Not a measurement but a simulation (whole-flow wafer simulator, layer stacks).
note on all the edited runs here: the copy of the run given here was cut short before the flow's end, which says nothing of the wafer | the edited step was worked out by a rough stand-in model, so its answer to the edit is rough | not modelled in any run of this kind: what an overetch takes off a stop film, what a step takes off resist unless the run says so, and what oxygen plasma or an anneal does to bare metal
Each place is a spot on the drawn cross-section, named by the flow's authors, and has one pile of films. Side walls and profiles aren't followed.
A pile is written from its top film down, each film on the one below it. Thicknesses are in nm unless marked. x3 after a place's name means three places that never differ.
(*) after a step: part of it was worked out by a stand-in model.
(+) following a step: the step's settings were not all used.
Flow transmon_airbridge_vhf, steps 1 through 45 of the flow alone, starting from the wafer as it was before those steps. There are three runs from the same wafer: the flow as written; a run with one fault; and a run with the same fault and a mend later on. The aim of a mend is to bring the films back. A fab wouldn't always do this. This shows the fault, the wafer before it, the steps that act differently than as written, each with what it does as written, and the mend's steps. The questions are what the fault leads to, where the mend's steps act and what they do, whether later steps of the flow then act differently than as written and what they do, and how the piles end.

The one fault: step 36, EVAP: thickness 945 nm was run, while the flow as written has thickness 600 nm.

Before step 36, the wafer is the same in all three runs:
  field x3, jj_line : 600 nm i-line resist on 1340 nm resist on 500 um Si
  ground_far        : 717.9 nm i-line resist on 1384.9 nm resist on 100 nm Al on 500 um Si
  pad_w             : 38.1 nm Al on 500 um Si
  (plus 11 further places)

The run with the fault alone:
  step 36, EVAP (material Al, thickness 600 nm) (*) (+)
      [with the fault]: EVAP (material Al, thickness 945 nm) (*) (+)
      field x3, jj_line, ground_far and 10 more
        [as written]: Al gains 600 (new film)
        [with the fault]: Al gains 945 (new film)
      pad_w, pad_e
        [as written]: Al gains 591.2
        [with the fault]: Al gains 931.2
  Steps further on in the flow that do not act as written:
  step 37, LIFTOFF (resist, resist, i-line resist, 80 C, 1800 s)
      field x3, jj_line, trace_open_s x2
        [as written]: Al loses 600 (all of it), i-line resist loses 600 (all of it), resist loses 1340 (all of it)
        [with the fault]: Al loses 945 (all of it), i-line resist loses 600 (all of it), resist loses 1340 (all of it)
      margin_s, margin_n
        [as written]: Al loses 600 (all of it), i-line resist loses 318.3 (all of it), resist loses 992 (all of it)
        [with the fault]: Al loses 945 (all of it), i-line resist loses 318.3 (all of it), resist loses 992 (all of it)
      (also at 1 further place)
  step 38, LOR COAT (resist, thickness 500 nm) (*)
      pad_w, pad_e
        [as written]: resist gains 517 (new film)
        [with the fault]: resist gains 494.1 (new film)
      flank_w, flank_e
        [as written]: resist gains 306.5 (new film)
        [with the fault]: resist gains 298 (new film)
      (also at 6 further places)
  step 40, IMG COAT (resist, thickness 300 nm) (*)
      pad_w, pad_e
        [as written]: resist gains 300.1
        [with the fault]: resist gains 286.2
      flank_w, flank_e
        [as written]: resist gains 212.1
        [with the fault]: resist gains 201
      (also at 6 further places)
  At pad_w, flank_w, gap_w and 7 more, the piles at the end differ from the flow's by more than 2% or 0.5 nm, whichever is larger.
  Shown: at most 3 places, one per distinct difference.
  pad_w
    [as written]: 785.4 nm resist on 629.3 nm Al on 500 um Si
    [with the fault]: 748.5 nm resist on 969.3 nm Al on 500 um Si
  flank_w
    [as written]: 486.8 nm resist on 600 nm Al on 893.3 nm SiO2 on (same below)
    [with the fault]: 467.2 nm resist on 945 nm Al on 893.3 nm SiO2 on (same below)
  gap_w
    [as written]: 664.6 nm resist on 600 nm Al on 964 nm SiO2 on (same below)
    [with the fault]: 639.2 nm resist on 945 nm Al on 964 nm SiO2 on (same below)

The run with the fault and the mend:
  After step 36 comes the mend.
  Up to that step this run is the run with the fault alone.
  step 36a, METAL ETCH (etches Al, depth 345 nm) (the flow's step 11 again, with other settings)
      field x3, jj_line, ground_far and 12 more
        Al loses 345
  None of the later steps of the flow differs from how it acts as written, at any place that is followed, by more than 2% or 0.5 nm, whichever is larger.
  The piles end only slightly different from the flow's at the places that both follow, by no more than 2% or 0.5 nm, whichever is larger.
